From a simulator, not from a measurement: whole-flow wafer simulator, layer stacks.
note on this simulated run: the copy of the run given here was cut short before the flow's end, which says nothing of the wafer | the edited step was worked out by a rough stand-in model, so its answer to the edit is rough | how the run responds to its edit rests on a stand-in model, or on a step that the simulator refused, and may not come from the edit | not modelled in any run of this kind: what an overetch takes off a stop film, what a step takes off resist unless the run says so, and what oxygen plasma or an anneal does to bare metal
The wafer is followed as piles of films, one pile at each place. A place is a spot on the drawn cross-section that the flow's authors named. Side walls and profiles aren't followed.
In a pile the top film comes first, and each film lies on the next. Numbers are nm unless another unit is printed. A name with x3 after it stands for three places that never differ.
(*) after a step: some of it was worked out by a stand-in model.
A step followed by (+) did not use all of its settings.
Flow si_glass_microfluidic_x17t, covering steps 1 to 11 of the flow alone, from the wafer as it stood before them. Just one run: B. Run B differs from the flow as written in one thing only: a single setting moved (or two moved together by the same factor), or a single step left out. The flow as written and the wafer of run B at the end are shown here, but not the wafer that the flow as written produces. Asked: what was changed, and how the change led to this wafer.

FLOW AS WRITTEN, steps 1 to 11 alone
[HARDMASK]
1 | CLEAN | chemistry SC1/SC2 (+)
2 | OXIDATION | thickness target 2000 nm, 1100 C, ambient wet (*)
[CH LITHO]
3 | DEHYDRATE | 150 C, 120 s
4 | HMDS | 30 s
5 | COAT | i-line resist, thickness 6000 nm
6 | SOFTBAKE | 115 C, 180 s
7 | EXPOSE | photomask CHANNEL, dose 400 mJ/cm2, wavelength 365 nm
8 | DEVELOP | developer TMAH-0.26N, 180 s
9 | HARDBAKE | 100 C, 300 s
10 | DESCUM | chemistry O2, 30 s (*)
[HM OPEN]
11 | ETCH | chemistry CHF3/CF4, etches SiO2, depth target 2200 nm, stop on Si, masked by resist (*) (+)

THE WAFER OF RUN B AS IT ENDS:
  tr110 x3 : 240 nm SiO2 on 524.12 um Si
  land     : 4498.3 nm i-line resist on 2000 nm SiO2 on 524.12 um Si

What caused this: step 11, ETCH: depth target 1760 nm was run, though the flow has depth target 2200 nm.

Step by step, how the change led to this:
  11 | ETCH | chemistry CHF3/CF4, etches SiO2, depth target 2200 nm, stop on Si, masked by resist (*) (+)
      tr110 x3: -1760 SiO2 (it would be, as written: -2000 SiO2 (all of it))
      land: -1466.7 i-line resist (it would be, as written: -1833.3 i-line resist)
